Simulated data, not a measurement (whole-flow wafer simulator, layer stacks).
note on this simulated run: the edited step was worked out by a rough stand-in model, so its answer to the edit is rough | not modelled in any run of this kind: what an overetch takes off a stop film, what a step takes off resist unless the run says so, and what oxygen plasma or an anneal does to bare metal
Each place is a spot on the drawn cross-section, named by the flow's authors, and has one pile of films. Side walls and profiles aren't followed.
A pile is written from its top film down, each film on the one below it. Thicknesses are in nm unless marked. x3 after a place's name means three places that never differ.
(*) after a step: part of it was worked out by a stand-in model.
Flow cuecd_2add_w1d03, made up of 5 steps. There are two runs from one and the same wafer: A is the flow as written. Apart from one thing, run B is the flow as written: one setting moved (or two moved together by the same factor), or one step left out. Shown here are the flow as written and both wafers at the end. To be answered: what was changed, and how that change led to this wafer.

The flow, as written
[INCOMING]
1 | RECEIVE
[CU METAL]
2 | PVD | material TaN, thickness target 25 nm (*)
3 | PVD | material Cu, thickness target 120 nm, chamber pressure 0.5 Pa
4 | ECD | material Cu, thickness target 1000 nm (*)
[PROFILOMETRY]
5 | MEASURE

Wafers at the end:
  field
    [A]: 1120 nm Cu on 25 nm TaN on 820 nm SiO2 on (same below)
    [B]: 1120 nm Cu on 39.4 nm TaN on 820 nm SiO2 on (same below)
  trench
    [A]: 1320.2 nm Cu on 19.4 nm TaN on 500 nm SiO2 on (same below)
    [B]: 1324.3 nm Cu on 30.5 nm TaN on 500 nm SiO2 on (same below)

The reason: step 2, PVD: thickness target 39.4 nm was run, while the flow as written has thickness target 25 nm.
The wafer lets one read it off: field has TaN 39.4, and step 2 as written asks for 25 nm.

The path from the change to this, step by step:
  2 | PVD | material TaN, thickness target 25 nm (*)
      field: A TaN gains 25 (new film) | B TaN gains 39.4 (new film)
      trench: A TaN gains 19.4 (new film) | B TaN gains 30.5 (new film)
